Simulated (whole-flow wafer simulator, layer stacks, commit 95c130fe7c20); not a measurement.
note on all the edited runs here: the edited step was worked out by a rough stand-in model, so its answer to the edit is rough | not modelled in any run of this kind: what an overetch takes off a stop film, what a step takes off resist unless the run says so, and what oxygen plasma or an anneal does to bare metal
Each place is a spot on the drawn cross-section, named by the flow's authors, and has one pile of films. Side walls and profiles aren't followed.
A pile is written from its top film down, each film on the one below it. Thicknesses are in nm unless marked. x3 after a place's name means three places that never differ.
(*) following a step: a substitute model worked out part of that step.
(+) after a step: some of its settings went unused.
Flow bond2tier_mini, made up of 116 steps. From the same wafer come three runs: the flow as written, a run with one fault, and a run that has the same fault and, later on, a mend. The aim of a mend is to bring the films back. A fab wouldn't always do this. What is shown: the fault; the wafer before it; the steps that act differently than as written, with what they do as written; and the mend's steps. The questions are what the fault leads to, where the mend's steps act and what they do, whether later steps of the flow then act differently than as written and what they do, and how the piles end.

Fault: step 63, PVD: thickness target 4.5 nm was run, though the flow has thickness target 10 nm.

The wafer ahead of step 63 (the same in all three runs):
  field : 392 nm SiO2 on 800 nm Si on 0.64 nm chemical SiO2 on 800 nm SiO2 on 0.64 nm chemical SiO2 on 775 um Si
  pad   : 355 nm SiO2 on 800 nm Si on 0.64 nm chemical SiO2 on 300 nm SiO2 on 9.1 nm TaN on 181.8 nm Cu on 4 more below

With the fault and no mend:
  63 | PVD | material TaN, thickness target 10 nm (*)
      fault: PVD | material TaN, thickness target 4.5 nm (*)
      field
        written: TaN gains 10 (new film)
        fault: TaN gains 4.5 (new film)
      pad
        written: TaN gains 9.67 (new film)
        fault: TaN gains 4.35 (new film)
  Later steps of the flow acting differently than as written (not shown: 1 more step that differs only slightly, by at most 2% or 0.5 nm, whichever is larger):
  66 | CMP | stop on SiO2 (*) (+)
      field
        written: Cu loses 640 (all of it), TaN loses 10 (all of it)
        fault: Cu loses 640 (all of it), TaN loses 4.5 (all of it)
  By the end, the piles at pad depart from the flow's by more than 2% or 0.5 nm, whichever is larger.
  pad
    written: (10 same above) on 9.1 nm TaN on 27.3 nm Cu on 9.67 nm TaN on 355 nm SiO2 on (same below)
    fault: (10 same above) on 9.1 nm TaN on 32.7 nm Cu on 4.35 nm TaN on 355 nm SiO2 on (same below)

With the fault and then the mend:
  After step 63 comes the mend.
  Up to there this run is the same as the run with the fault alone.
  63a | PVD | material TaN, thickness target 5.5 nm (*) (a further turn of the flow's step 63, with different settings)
      field
        TaN gains 5.5
      pad
        TaN gains 5.31
  Later steps of the flow that are run all act as written at every place that is followed.
  The piles end only slightly different from the flow's at the places that both follow, by no more than 2% or 0.5 nm, whichever is larger.
